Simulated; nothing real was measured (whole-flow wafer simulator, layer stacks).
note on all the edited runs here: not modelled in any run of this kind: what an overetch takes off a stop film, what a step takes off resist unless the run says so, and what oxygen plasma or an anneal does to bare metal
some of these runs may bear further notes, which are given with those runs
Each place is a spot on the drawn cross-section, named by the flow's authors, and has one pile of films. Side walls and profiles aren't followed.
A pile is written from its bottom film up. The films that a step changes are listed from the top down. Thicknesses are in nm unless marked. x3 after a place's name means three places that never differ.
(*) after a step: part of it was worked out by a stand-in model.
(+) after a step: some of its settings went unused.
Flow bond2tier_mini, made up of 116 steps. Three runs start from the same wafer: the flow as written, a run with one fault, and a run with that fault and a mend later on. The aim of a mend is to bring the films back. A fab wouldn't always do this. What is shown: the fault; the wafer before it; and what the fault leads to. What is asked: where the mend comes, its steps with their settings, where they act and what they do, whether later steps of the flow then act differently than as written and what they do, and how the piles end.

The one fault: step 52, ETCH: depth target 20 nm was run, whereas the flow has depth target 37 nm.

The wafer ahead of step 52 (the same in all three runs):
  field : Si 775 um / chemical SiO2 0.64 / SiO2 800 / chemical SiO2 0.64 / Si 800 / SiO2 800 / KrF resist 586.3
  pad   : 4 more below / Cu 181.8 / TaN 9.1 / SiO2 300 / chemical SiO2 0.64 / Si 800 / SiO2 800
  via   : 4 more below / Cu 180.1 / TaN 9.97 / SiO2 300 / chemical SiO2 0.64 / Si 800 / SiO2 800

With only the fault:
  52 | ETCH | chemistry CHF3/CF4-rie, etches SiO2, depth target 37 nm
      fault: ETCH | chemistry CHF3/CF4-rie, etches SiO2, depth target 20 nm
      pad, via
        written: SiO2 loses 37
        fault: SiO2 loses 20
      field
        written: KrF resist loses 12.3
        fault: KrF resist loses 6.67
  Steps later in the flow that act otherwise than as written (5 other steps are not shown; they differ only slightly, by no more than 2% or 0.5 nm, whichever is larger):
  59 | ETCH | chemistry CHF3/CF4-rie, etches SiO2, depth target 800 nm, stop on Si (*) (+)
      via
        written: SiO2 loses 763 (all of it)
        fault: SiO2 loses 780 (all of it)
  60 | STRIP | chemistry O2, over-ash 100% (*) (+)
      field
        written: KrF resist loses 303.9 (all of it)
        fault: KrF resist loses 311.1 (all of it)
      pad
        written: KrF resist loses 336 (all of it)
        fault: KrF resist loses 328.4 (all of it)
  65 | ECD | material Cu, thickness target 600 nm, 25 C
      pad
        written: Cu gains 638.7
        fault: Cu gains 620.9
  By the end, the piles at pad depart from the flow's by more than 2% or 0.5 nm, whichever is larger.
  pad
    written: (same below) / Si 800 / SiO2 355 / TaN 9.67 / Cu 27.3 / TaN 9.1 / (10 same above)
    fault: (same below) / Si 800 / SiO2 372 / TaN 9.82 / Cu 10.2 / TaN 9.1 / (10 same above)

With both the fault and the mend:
  The mend stands after step 53.
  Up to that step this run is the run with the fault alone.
  53a | COAT | KrF resist, thickness 600 nm (*) (the flow's step 47, run once more)
      field
        KrF resist gains 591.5 (new film)
      pad
        KrF resist gains 608.8 (new film)
      via
        KrF resist gains 607.8 (new film)
  53b | SOFTBAKE | KrF resist (the flow's step 48, run once more)
      leaves every film unchanged at each place that is followed
  53c | EXPOSE | photomask T2TRIM, NA 0.6 (the flow's step 49, run once more)
      leaves every film unchanged at each place that is followed
  53d | PEB | KrF resist (the flow's step 50, run once more)
      leaves every film unchanged at each place that is followed
  53e | DEVELOP | developer TMAH-0.26N, 60 s (the flow's step 51, run once more)
      field
        KrF resist loses 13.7
      pad
        KrF resist loses 608.8 (all of it)
      via
        KrF resist loses 607.8 (all of it)
  53f | ETCH | chemistry CHF3/CF4-rie, etches SiO2, depth target 17 nm (the flow's step 52, run once more with other settings)
      pad, via
        SiO2 loses 17
      field
        KrF resist loses 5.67
  53g | STRIP | chemistry O2, over-ash 100% (+) (the flow's step 53, run once more)
      field
        KrF resist loses 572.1 (all of it)
  None of the later steps of the flow acts differently than as written at any place that is followed.
  The piles end the same as the flow's at every place that both follow.
